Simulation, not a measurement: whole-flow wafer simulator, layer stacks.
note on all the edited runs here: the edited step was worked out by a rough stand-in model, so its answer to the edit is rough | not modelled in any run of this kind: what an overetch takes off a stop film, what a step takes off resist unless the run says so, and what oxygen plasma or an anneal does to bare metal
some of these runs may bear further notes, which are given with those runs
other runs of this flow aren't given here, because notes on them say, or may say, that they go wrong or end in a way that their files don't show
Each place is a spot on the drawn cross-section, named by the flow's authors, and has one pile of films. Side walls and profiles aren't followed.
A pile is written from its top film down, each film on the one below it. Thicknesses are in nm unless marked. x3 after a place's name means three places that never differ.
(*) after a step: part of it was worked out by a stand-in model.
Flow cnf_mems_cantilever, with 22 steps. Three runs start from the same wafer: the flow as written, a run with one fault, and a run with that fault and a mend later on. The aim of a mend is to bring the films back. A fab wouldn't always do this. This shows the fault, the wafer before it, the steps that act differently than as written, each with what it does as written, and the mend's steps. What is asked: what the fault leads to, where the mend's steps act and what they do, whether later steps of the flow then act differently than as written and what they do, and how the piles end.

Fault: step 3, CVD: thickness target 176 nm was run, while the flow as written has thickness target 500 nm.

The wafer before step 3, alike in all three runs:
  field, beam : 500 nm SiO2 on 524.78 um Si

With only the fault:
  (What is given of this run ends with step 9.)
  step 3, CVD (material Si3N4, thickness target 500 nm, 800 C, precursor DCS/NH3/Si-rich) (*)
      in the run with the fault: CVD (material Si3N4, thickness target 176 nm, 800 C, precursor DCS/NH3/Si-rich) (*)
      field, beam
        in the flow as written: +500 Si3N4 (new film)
        in the run with the fault: +176 Si3N4 (new film)
  None of the later steps of the flow up to step 9 acts differently than as written at any place that is followed.
  After step 9, at field, beam, the piles differ from the flow's by more than 2% or 0.5 nm, whichever is larger.
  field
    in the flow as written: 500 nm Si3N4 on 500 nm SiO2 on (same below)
    in the run with the fault: 176 nm Si3N4 on 500 nm SiO2 on (same below)
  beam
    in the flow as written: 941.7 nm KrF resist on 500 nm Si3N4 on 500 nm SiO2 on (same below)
    in the run with the fault: 941.7 nm KrF resist on 176 nm Si3N4 on 500 nm SiO2 on (same below)

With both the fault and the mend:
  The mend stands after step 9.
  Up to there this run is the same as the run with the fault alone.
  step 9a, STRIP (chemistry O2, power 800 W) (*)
      beam
        -941.7 KrF resist (all of it)
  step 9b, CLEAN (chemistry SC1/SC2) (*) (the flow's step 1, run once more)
      does not change any film at any place that is followed
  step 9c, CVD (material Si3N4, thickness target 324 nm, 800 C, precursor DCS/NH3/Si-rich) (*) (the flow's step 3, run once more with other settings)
      field, beam
        +324 Si3N4
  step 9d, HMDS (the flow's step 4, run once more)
      does not change any film at any place that is followed
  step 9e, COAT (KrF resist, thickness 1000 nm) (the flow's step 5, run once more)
      field, beam
        +1000 KrF resist (new film)
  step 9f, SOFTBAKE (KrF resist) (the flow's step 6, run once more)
      does not change any film at any place that is followed
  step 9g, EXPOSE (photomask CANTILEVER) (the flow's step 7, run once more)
      does not change any film at any place that is followed
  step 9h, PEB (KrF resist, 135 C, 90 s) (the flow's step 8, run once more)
      field, beam
        -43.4 KrF resist
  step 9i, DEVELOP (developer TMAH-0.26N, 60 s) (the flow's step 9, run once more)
      field
        -956.6 KrF resist (all of it)
      beam
        -14.9 KrF resist
  None of the later steps of the flow acts differently than as written at any place that is followed.
  At every place that both follow, the piles at the end match the flow's.
